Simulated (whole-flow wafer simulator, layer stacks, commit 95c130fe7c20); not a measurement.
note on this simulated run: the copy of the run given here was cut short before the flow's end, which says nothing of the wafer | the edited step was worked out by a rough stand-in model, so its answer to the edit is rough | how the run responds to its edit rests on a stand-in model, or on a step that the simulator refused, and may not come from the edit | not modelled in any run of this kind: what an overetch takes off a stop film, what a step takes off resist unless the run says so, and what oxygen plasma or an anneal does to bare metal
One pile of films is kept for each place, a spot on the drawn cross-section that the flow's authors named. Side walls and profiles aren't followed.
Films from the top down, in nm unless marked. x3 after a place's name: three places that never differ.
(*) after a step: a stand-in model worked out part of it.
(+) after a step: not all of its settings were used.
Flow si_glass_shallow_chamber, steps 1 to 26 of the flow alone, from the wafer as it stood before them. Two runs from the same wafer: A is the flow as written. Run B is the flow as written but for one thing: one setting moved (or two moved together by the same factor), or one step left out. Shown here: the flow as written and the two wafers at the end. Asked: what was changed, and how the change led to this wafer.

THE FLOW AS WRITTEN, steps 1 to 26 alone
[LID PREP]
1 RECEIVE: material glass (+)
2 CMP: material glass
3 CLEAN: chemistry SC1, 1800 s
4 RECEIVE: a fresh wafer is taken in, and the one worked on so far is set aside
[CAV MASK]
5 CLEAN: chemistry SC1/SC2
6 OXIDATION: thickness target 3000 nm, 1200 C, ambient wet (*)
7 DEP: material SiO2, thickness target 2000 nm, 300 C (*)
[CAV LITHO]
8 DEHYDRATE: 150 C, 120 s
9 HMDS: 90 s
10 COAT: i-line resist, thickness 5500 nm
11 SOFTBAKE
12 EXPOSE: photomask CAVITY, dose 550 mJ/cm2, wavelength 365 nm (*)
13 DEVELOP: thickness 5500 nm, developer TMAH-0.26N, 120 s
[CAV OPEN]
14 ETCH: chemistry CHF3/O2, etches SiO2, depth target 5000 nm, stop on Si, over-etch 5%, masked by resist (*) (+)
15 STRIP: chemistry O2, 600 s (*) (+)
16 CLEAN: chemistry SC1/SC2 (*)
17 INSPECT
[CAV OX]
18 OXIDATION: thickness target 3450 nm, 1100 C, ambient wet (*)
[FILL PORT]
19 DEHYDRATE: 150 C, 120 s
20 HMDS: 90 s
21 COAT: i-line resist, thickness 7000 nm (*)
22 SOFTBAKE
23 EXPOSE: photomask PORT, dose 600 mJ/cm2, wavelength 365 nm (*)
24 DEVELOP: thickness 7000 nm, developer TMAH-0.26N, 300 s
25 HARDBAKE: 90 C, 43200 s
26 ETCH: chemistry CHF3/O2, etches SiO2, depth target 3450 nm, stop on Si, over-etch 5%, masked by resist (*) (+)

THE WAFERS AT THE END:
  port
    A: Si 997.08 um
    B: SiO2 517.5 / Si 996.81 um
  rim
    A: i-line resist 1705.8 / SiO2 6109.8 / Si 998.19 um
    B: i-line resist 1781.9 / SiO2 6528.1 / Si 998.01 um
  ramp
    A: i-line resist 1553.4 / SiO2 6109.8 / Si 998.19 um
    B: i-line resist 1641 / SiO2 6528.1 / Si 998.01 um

The cause: step 18, OXIDATION: thickness target 4140 nm was run, where the flow has thickness target 3450 nm.

How the change led to this, step by step:
  18 OXIDATION: thickness target 3450 nm, 1100 C, ambient wet (*)
      rim, ramp, septum, ring: A SiO2 +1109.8, Si -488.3 | B SiO2 +1528.1, Si -672.4
      cav, port: A SiO2 +3450 (new film), chemical SiO2 -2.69 (all of it), Si -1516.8 | B SiO2 +4140 (new film), chemical SiO2 -2.69 (all of it), Si -1820.4
  22 SOFTBAKE
      rim: A i-line resist -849 | B i-line resist -822.5
      ramp: A i-line resist -434.5 | B i-line resist -416.3
      (and at 2 more places)
  25 HARDBAKE: 90 C, 43200 s
      rim: A i-line resist -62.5 | B i-line resist -65.3
      ramp: A i-line resist -57.1 | B i-line resist -60.2
  26 ETCH: chemistry CHF3/O2, etches SiO2, depth target 3450 nm, stop on Si, over-etch 5%, masked by resist (*) (+)
      port: A SiO2 -3450 (all of it), Si -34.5 | B SiO2 -3622.5
